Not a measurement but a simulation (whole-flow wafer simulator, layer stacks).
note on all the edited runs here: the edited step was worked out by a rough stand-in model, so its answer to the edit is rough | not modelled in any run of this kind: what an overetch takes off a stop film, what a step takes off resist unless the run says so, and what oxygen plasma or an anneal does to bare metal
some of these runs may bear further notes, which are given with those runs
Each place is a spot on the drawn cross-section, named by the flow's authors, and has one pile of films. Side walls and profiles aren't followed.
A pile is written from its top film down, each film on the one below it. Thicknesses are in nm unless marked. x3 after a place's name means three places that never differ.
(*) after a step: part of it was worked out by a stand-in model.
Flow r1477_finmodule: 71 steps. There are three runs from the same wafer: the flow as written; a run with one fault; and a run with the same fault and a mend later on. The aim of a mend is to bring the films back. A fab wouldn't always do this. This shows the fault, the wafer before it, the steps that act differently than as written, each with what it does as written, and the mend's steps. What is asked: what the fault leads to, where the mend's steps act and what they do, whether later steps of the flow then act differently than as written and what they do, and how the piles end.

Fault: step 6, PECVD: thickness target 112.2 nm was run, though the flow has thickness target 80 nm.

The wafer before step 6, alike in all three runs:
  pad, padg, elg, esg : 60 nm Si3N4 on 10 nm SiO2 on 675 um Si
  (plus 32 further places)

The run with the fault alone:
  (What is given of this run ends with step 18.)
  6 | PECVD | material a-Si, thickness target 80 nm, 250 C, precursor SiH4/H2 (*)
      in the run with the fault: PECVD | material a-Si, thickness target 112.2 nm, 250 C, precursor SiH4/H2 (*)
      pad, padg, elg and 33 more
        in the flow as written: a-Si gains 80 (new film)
        in the run with the fault: a-Si gains 112.2 (new film)
  Steps later in the flow that act otherwise than as written:
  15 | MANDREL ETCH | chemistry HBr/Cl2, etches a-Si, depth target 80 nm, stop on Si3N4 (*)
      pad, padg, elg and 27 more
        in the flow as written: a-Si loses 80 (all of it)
        in the run with the fault: a-Si loses 80
  The piles after step 18 differ from the flow's at pad, padg, elg and 33 more by more than 2% or 0.5 nm, whichever is larger.
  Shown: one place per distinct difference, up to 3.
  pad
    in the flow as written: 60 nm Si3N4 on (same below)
    in the run with the fault: 32.2 nm a-Si on 60 nm Si3N4 on (same below)
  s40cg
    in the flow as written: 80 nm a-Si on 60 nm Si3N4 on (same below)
    in the run with the fault: 112.2 nm a-Si on 60 nm Si3N4 on (same below)

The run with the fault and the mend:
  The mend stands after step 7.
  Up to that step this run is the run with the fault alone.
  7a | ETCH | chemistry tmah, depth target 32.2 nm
      pad, padg, elg and 33 more
        a-Si loses 32.2
  Every later step of the flow that is run acts as written at every place that is followed.
  By the end, the piles equal the flow's at every place that both follow.
